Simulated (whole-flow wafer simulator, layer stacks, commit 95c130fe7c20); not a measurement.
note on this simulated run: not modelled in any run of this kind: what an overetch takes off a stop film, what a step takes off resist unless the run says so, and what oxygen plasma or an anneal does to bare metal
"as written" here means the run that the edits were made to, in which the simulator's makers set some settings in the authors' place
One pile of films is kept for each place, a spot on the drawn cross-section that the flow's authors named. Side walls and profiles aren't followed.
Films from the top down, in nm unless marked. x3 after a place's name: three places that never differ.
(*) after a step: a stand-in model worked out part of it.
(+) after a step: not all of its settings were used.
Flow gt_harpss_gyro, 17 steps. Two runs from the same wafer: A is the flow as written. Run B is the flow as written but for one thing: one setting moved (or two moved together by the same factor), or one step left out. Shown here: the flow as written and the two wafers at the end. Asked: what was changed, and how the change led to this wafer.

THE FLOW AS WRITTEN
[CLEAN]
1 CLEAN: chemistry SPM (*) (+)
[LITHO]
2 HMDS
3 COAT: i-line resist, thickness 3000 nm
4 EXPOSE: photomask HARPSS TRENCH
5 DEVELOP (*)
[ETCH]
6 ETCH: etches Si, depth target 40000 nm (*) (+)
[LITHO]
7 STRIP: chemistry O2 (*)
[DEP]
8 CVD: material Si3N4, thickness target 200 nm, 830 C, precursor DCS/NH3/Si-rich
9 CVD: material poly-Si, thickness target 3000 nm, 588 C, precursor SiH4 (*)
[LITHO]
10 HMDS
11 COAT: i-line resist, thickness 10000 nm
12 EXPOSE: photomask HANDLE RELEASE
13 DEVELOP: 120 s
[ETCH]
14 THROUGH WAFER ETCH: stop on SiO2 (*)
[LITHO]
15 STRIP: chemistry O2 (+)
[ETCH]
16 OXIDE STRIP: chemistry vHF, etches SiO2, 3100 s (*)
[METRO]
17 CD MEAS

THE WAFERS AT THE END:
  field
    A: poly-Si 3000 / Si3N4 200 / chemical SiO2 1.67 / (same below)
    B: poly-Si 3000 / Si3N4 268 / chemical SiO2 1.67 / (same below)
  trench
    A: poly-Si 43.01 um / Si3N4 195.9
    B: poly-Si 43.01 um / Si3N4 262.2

The cause: step 8, CVD: thickness target 268 nm was run, where the flow has thickness target 200 nm.
It can be read off the wafer: field has Si3N4 268, and step 8 as written asks for 200 nm.

How the change led to this, step by step:
  8 CVD: material Si3N4, thickness target 200 nm, 830 C, precursor DCS/NH3/Si-rich
      field: A Si3N4 +200 (new film) | B Si3N4 +268 (new film)
      trench: A Si3N4 +195.9 (new film) | B Si3N4 +262.2 (new film)
